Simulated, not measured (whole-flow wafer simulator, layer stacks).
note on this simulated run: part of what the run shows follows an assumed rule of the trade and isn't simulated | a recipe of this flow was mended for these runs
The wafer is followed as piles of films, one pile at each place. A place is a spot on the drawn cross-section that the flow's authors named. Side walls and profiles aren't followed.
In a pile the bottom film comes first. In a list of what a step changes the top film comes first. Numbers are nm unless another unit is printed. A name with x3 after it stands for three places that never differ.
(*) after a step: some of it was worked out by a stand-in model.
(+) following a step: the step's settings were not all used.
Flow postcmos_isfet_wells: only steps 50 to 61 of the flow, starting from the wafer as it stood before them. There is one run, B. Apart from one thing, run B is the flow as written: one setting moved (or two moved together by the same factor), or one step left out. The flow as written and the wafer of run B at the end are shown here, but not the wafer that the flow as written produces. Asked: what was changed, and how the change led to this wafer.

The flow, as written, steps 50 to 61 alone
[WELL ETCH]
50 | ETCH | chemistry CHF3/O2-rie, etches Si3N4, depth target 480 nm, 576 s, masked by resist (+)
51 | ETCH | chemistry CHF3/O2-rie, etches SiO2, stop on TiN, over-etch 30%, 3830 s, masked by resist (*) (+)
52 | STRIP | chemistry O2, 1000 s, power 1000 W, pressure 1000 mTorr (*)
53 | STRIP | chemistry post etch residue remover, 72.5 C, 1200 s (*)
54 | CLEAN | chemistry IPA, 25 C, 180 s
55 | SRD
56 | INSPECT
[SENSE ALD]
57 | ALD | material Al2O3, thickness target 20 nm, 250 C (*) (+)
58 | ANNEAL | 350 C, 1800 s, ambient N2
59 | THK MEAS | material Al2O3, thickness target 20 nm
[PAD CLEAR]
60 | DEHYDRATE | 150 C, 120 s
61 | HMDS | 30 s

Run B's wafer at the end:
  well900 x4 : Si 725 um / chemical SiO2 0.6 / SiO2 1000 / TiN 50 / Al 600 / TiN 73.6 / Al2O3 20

Cause: step 51, ETCH: over-etch 37.2% was run, though the flow has over-etch 30%.

The path from the change to this, step by step:
  51 | ETCH | chemistry CHF3/O2-rie, etches SiO2, stop on TiN, over-etch 30%, 3830 s, masked by resist (*) (+)
      field, margin x2, pad_clr, pad_open: thick-g/i-line-resist loses 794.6 (as written it would have been: thick-g/i-line-resist loses 774)
      well900 x4: SiO2 loses 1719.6 (all of it), TiN loses 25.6 (as written it would have been: SiO2 loses 1719.6 (all of it), TiN loses 20.6)
